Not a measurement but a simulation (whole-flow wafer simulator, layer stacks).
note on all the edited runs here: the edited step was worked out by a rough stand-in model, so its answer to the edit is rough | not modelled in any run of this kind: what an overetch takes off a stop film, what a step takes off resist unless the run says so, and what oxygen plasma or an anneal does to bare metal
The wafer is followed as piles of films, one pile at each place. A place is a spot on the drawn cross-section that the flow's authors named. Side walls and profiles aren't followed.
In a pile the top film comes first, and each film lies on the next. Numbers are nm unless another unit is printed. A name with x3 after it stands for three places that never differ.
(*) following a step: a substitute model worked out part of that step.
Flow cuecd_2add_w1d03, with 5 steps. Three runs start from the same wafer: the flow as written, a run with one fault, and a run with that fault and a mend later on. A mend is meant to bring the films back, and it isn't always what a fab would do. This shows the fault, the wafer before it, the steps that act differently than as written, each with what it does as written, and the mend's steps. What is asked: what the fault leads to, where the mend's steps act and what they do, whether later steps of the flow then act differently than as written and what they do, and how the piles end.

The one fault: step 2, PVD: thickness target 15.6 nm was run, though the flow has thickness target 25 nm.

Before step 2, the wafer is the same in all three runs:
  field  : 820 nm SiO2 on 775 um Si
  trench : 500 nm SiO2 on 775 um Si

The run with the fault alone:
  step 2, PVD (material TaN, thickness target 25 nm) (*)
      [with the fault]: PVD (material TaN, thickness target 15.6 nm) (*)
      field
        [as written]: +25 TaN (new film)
        [with the fault]: +15.6 TaN (new film)
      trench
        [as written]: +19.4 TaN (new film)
        [with the fault]: +12.1 TaN (new film)
  Later steps of the flow that are run all act as written at every place that is followed, up to a difference of at most 2% or 0.5 nm, whichever is larger.
  The piles end different from the flow's at field, trench by more than 2% or 0.5 nm, whichever is larger.
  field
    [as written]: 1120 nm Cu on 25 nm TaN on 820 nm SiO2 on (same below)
    [with the fault]: 1120 nm Cu on 15.6 nm TaN on 820 nm SiO2 on (same below)
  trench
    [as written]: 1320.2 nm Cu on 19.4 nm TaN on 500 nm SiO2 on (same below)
    [with the fault]: 1317.6 nm Cu on 12.1 nm TaN on 500 nm SiO2 on (same below)

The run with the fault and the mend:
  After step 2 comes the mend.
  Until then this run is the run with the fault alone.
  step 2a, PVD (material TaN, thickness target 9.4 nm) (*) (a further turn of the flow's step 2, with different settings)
      field
        +9.4 TaN
      trench
        +7.23 TaN
  Later steps of the flow that are run all act as written at every place that is followed, up to a difference of at most 2% or 0.5 nm, whichever is larger.
  The piles end only slightly different from the flow's at the places that both follow, by no more than 2% or 0.5 nm, whichever is larger.
